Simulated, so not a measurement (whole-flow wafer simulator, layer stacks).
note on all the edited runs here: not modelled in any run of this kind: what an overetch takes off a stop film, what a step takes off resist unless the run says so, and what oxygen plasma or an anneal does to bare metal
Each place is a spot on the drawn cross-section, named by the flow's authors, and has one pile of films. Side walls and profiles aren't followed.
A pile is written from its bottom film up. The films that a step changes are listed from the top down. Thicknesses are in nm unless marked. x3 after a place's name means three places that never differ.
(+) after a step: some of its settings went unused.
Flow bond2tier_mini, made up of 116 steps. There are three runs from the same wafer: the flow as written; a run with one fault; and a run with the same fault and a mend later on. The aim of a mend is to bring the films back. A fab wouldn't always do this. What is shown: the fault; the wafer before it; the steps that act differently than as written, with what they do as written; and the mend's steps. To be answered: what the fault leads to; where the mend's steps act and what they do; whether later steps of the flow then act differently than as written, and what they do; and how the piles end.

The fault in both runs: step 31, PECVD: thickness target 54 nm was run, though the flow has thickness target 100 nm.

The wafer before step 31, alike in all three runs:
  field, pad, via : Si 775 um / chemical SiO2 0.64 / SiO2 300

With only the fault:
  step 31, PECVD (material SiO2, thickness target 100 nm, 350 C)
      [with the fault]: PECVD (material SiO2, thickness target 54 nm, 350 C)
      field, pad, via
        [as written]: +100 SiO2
        [with the fault]: +54 SiO2
  Every later step of the flow that is run acts as written at every place that is followed.
  At field, pad, the piles at the end differ from the flow's by more than 2% or 0.5 nm, whichever is larger.
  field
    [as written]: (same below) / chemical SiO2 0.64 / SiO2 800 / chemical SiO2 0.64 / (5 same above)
    [with the fault]: (same below) / chemical SiO2 0.64 / SiO2 754 / chemical SiO2 0.64 / (5 same above)
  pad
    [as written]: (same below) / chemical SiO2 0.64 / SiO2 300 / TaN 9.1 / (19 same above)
    [with the fault]: (same below) / chemical SiO2 0.64 / SiO2 254 / TaN 9.1 / (19 same above)

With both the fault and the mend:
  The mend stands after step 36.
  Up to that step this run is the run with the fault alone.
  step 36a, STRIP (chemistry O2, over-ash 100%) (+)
      field
        -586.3 KrF resist (all of it)
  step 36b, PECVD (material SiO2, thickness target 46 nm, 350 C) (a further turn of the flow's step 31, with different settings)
      field, pad, via
        +46 SiO2
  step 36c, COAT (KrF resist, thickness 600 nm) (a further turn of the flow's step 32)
      field, pad, via
        +600 KrF resist (new film)
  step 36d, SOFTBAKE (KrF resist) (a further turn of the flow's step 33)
      alters no film at any place that is followed
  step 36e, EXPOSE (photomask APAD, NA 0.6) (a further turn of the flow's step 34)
      alters no film at any place that is followed
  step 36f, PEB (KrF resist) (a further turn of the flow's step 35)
      alters no film at any place that is followed
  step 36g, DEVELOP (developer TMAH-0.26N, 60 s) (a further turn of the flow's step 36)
      pad, via
        -600 KrF resist (all of it)
      field
        -13.7 KrF resist
  Every later step of the flow that is run acts as written at every place that is followed.
  At every place that both follow, the piles at the end match the flow's.
